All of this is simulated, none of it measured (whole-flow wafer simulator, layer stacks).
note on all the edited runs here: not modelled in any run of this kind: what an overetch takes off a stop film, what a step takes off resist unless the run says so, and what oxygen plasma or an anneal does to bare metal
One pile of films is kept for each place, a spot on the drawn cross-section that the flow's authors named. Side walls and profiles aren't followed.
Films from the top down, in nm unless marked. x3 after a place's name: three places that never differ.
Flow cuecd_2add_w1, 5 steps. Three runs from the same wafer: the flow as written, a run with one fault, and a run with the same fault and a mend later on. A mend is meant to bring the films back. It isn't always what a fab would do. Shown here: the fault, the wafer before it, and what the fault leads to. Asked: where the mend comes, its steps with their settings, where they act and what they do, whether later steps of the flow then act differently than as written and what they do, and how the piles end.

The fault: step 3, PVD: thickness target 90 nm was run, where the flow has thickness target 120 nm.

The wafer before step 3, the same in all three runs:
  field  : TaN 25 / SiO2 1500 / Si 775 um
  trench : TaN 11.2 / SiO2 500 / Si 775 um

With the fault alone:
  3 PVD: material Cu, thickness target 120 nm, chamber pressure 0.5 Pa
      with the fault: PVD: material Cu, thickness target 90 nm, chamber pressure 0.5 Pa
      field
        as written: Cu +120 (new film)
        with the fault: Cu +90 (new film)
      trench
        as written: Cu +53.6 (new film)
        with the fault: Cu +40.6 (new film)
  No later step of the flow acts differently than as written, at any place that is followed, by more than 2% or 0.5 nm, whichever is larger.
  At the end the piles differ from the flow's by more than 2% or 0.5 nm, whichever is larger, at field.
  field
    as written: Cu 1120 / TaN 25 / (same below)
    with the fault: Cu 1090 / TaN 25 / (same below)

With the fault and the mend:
  The mend comes after step 3.
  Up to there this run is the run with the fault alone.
  3a PVD: material Cu, thickness target 30 nm, chamber pressure 0.5 Pa (the flow's step 3 once more, with other settings)
      field
        Cu +30
      trench
        Cu +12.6
  No later step of the flow acts differently than as written, at any place that is followed, by more than 2% or 0.5 nm, whichever is larger.
  At the end the piles are the same as the flow's at every place that both follow.
